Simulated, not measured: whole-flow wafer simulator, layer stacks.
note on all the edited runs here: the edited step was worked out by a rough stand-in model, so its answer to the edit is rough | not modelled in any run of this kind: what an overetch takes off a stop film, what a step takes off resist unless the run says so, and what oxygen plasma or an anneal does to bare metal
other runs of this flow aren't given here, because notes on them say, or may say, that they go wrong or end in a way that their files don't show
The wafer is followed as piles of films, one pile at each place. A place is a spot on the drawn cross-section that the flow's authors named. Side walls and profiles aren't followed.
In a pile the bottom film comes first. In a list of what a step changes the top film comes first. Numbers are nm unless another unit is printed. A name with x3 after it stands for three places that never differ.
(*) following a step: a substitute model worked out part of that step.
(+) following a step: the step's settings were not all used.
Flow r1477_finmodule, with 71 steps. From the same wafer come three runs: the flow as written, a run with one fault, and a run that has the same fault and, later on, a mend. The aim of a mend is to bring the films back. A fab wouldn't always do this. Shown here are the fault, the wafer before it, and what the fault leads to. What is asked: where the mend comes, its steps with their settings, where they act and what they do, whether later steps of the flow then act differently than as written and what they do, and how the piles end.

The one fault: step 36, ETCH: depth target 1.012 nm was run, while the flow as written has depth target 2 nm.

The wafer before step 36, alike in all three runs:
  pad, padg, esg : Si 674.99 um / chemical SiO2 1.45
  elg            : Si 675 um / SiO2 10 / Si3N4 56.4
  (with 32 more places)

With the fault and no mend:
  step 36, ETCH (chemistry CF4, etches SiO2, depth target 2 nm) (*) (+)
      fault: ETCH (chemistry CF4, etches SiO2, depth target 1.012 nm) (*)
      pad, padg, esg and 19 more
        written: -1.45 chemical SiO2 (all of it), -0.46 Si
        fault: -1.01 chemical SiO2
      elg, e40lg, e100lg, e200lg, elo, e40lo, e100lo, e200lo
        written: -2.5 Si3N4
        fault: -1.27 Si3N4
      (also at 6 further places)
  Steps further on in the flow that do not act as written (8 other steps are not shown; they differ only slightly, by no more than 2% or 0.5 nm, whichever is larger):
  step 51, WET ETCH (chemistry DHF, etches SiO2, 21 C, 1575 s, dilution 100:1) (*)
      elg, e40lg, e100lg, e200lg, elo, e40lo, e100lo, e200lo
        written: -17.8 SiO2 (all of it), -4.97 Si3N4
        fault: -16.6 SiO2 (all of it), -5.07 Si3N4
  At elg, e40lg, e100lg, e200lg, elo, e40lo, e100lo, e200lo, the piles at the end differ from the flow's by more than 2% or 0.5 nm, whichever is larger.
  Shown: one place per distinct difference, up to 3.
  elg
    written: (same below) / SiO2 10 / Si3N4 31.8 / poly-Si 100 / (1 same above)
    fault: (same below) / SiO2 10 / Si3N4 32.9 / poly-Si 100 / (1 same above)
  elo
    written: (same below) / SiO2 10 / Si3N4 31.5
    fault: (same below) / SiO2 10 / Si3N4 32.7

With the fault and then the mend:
  After step 36 comes the mend.
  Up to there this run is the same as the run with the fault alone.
  step 36a, ETCH (chemistry CF4, etches SiO2, depth target 0.988 nm) (*) (+) (a further turn of the flow's step 36, with different settings)
      pad, padg, esg and 19 more
        -0.44 chemical SiO2 (all of it), -0.46 Si
      elg, e40lg, e100lg, e200lg, elo, e40lo, e100lo, e200lo
        -1.23 Si3N4
      s40sg_line, s45sg_line, s50sg_line, s40so_line, s45so_line, s50so_line
        -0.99 SiO2
  None of the later steps of the flow acts differently than as written at any place that is followed.
  The piles end the same as the flow's at every place that both follow.
